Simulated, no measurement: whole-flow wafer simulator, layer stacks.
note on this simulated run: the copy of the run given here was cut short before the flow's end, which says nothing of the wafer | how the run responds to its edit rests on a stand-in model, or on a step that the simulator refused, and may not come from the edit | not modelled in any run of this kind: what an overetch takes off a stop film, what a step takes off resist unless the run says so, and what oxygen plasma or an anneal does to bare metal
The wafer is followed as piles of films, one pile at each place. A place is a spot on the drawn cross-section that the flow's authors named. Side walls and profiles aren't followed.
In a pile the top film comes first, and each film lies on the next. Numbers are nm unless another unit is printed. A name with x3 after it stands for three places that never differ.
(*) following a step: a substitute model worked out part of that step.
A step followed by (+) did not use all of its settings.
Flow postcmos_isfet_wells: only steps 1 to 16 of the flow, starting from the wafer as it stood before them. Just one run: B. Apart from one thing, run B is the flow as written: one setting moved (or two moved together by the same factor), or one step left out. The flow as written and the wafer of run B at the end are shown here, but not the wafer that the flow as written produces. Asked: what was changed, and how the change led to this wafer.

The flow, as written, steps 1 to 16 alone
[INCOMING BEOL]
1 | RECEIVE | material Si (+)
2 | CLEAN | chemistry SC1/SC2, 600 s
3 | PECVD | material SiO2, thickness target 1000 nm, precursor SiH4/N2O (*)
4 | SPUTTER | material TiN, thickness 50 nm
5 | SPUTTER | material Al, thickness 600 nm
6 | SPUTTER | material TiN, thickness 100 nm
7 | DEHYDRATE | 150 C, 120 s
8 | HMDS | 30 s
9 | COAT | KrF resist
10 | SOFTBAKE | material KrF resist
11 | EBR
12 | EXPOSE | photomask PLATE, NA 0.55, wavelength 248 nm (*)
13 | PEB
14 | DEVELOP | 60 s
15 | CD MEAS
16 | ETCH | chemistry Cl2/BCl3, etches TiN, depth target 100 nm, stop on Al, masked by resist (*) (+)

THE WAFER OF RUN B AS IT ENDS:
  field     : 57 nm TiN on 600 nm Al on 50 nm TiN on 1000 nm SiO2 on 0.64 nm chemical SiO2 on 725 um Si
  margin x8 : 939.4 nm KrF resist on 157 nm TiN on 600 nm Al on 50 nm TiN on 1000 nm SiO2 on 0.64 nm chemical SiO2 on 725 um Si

The reason: step 6, SPUTTER: thickness 157 nm was run, though the flow has thickness 100 nm.
The wafer itself shows it: margin x8 has TiN 157, and step 6 as written asks for 100 nm.

The path from the change to this, step by step:
  6 | SPUTTER | material TiN, thickness 100 nm
      field, margin x8: TiN gains 157 (new film) (in the flow as written it would be: TiN gains 100 (new film))
  16 | ETCH | chemistry Cl2/BCl3, etches TiN, depth target 100 nm, stop on Al, masked by resist (*) (+)
      field: TiN loses 100 (in the flow as written it would be: TiN loses 100 (all of it))
